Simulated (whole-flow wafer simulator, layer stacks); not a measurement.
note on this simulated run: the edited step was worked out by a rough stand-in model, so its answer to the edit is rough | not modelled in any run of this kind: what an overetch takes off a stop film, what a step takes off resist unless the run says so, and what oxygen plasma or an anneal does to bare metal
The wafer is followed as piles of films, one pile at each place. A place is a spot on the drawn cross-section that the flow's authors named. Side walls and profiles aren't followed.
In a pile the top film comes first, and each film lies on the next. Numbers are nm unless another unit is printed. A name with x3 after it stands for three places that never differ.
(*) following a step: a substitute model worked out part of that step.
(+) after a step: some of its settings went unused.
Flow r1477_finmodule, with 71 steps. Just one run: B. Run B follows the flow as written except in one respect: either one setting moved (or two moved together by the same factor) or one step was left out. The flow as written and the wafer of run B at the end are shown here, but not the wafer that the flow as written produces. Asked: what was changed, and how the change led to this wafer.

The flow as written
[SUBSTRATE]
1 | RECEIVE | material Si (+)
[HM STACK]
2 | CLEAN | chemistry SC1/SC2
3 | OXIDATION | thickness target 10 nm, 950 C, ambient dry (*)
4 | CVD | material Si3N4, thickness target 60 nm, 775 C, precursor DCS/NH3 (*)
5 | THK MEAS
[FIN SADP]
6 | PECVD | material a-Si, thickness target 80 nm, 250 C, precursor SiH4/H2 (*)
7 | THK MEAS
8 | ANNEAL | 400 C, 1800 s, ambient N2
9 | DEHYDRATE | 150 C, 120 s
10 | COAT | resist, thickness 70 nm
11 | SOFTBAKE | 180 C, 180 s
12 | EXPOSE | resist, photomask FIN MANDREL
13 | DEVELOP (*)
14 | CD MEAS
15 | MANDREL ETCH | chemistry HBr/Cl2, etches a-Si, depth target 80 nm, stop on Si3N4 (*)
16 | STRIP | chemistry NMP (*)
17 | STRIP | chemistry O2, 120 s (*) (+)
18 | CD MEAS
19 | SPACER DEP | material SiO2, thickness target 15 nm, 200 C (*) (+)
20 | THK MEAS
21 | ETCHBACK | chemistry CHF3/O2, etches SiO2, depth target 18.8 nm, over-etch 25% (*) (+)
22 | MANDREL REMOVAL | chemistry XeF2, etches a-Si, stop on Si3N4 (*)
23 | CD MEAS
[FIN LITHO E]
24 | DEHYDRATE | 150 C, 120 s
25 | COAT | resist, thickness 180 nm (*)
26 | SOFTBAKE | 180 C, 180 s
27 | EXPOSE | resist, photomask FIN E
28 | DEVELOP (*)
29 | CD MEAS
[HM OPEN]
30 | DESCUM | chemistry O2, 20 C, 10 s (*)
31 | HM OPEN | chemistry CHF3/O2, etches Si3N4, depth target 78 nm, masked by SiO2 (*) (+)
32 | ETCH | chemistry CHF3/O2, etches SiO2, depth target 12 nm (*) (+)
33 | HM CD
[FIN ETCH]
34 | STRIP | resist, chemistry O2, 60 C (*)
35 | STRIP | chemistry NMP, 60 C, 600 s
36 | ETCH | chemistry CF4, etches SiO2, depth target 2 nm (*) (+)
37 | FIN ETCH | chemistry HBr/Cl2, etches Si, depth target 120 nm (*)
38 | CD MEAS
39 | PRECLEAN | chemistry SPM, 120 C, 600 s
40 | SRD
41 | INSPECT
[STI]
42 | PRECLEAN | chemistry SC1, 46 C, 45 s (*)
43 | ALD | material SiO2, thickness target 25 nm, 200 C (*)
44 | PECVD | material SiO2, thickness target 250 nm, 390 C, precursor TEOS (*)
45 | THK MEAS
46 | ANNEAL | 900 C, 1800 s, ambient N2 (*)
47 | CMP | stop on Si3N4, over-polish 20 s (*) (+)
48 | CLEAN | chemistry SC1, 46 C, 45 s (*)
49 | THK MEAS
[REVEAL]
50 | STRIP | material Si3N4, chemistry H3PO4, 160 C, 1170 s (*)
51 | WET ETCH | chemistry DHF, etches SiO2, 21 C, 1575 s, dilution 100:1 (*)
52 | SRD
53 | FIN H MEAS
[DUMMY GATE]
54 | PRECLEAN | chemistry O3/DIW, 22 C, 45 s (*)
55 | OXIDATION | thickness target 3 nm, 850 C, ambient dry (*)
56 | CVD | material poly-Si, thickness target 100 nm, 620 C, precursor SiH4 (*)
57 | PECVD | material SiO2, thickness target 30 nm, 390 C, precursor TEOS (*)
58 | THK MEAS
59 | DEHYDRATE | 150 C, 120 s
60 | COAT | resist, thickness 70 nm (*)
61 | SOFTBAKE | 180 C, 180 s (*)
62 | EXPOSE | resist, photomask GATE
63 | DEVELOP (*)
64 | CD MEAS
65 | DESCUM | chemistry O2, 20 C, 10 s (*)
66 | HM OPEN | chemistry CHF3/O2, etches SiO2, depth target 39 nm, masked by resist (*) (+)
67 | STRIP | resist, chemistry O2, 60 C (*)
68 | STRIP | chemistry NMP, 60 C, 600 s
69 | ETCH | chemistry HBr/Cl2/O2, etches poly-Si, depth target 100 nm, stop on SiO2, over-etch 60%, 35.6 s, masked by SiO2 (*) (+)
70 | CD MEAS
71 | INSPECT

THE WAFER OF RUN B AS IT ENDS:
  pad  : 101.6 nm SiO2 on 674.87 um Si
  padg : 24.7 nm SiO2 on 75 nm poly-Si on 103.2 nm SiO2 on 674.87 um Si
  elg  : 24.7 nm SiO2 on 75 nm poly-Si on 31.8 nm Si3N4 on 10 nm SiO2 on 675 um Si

The reason: step 56, CVD: thickness target 75 nm was run, while the flow as written has thickness target 100 nm.
The wafer lets one read it off: padg has poly-Si 75, and step 56 as written asks for 100 nm.

The path from the change to this, step by step:
  56 | CVD | material poly-Si, thickness target 100 nm, 620 C, precursor SiH4 (*)
      pad, padg, elg and 26 more: +75 poly-Si (new film) (it would be, as written: +100 poly-Si (new film))
      s40cg, s40co: +88.2 poly-Si (new film) (it would be, as written: +113.9 poly-Si (new film))
      (and at 5 other places as well)
  67 | STRIP | resist, chemistry O2, 60 C (*)
      s40cg: -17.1 resist (all of it) (it would be, as written: -16.5 resist (all of it))
      s45cg: -17.7 resist (all of it) (it would be, as written: -16.9 resist (all of it))
      (and at 1 other place as well)
  69 | ETCH | chemistry HBr/Cl2/O2, etches poly-Si, depth target 100 nm, stop on SiO2, over-etch 60%, 35.6 s, masked by SiO2 (*) (+)
      pad, eso, e40so and 8 more: -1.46 chemical SiO2 (all of it), -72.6 poly-Si (all of it), -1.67 SiO2 (it would be, as written: -1.46 chemical SiO2 (all of it), -97.6 poly-Si (all of it), -0.42 SiO2)
      elo, e40lo, e100lo, e200lo: -1.46 chemical SiO2 (all of it), -72.6 poly-Si (all of it), -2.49 Si3N4 (it would be, as written: -1.46 chemical SiO2 (all of it), -97.6 poly-Si (all of it), -0.22 Si3N4)
      (and at 3 other places as well)
